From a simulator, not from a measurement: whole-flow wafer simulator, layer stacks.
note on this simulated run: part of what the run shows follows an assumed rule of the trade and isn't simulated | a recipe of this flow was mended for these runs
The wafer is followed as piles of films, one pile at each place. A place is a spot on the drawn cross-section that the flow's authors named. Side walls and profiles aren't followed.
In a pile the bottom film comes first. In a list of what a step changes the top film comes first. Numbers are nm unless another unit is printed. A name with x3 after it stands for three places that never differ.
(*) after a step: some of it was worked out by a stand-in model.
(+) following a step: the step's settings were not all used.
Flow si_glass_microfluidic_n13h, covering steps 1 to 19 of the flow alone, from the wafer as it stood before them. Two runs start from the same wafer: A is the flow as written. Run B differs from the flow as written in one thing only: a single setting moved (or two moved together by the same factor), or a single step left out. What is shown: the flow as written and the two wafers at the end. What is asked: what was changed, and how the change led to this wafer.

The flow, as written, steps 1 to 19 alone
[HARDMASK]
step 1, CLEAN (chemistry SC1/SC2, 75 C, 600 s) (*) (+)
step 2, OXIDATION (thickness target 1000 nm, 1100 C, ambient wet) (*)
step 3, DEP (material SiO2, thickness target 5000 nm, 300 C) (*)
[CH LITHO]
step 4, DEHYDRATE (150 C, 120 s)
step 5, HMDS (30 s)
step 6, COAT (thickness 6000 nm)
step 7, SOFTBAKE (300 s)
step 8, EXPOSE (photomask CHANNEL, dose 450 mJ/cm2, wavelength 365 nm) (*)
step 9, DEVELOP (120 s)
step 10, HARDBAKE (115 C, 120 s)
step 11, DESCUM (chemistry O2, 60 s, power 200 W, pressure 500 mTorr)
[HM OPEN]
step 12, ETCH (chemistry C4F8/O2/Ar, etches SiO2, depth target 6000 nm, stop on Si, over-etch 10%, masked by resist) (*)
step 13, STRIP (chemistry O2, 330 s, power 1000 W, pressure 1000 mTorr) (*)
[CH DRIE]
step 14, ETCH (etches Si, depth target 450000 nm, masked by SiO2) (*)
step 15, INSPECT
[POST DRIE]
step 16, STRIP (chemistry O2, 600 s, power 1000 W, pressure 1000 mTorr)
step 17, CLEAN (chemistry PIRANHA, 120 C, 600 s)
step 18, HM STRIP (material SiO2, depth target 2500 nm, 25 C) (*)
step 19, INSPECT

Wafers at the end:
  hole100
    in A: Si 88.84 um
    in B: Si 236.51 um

Cause: step 12, ETCH: depth target 4560 nm was run, though the flow has depth target 6000 nm.

The path from the change to this, step by step:
  step 12, ETCH (chemistry C4F8/O2/Ar, etches SiO2, depth target 6000 nm, stop on Si, over-etch 10%, masked by resist) (*)
      hole100: A SiO2 loses 6000 (all of it), Si loses 75 | B SiO2 loses 5016
      land: A thick-i-line-resist loses 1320 | B thick-i-line-resist loses 1003.2
  step 13, STRIP (chemistry O2, 330 s, power 1000 W, pressure 1000 mTorr) (*)
      hole100: A chemical SiO2 gains 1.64 (new film), Si loses 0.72 | B nothing
      land: A thick-i-line-resist loses 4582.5 (all of it) | B thick-i-line-resist loses 4899.3 (all of it)
  step 14, ETCH (etches Si, depth target 450000 nm, masked by SiO2) (*)
      hole100: A chemical SiO2 loses 1.64 (all of it), Si loses 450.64 um | B SiO2 loses 984 (all of it), Si loses 303.04 um
